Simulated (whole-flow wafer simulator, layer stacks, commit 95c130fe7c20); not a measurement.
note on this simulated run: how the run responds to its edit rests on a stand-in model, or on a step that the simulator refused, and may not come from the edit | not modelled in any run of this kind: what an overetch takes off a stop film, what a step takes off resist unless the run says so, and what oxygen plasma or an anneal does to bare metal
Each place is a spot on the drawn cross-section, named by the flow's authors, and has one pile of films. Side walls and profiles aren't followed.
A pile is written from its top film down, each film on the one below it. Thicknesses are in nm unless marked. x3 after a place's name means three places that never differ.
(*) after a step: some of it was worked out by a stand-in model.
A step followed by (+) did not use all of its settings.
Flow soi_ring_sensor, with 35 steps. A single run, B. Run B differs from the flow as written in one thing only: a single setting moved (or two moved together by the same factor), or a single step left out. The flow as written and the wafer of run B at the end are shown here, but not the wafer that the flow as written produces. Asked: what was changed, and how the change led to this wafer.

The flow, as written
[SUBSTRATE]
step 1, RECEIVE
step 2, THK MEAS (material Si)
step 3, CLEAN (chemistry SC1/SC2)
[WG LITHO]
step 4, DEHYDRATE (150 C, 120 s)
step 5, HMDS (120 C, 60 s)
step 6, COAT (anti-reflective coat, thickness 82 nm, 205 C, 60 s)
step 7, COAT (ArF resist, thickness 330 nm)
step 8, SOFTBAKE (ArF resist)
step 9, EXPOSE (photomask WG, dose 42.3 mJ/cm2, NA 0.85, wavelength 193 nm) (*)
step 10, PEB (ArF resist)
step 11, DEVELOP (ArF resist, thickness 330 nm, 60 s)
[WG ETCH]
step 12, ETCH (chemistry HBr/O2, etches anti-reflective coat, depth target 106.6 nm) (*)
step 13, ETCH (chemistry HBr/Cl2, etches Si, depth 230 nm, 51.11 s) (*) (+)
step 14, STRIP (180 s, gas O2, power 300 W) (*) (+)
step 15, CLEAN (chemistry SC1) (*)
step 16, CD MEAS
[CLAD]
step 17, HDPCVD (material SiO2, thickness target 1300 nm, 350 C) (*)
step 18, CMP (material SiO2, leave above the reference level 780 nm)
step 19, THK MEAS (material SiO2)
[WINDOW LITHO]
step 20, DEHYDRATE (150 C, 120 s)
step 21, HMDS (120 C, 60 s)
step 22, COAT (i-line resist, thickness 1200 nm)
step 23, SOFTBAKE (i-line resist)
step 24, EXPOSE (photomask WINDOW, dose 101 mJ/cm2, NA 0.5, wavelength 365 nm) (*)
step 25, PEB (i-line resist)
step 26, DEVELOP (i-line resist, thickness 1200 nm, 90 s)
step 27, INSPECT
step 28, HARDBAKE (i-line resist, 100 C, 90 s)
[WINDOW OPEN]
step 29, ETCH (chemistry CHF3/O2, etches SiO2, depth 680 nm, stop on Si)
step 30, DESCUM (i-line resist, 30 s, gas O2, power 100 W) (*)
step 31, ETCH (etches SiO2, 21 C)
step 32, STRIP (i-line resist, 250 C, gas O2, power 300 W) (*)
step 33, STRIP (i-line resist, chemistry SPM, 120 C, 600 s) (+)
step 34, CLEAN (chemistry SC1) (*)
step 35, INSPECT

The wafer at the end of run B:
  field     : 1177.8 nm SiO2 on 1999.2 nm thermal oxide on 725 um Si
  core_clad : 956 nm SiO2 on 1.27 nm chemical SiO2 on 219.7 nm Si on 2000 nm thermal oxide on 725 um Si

What caused this: step 18, CMP: leave above the reference level 956 nm was run, while the flow as written has leave above the reference level 780 nm.
One can read it off the wafer: core_clad has SiO2 956, and step 18 as written asks for 780 nm.

The path from the change to this, step by step:
  step 18, CMP (material SiO2, leave above the reference level 780 nm)
      gap, window, field, gap_clad: -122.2 SiO2 (as written it would have been: -298.2 SiO2)
      core, core_clad: -344 SiO2 (as written it would have been: -520 SiO2)
  step 31, ETCH (etches SiO2, 21 C)
      core: -276 SiO2 (all of it), -1.27 chemical SiO2 (all of it) (as written it would have been: -100 SiO2 (all of it), -1.27 chemical SiO2 (all of it))
